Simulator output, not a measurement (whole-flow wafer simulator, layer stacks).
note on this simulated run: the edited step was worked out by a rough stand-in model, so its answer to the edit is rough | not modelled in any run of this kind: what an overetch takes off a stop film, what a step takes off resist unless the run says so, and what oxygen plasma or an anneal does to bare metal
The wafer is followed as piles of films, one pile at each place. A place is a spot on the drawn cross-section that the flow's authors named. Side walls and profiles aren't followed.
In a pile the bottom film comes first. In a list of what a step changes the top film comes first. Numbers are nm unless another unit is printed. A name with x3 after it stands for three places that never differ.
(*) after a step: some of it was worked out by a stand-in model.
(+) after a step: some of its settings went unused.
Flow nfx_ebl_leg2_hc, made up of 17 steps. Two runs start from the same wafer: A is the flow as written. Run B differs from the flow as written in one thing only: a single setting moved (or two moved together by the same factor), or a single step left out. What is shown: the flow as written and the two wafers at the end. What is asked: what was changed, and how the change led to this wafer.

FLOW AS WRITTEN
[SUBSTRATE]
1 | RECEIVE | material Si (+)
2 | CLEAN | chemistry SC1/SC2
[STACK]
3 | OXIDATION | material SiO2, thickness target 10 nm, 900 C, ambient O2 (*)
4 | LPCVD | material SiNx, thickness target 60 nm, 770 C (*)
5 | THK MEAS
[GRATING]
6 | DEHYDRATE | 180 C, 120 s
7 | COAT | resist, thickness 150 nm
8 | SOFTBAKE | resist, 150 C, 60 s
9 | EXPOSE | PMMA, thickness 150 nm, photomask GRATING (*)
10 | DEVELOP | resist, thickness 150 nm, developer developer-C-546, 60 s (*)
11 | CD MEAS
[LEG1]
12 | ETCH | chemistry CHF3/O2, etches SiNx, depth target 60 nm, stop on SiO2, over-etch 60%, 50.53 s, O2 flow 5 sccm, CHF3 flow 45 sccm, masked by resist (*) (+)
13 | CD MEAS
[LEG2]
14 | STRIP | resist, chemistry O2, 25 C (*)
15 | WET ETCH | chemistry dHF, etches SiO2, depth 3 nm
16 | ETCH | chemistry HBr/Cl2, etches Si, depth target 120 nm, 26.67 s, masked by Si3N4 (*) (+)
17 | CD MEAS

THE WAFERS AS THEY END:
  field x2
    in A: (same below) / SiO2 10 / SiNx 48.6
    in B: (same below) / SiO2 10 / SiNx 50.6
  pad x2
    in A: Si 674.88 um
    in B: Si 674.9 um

Cause: step 16, ETCH: depth target 99 nm was run, whereas the flow has depth target 120 nm; step 16, ETCH: 22 s was run, where the flow has 26.67 s.

How this came from the change, step by step:
  16 | ETCH | chemistry HBr/Cl2, etches Si, depth target 120 nm, 26.67 s, masked by Si3N4 (*) (+)
      field x2: A -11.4 SiNx | B -9.43 SiNx
      pad x2: A -120 Si | B -99 Si
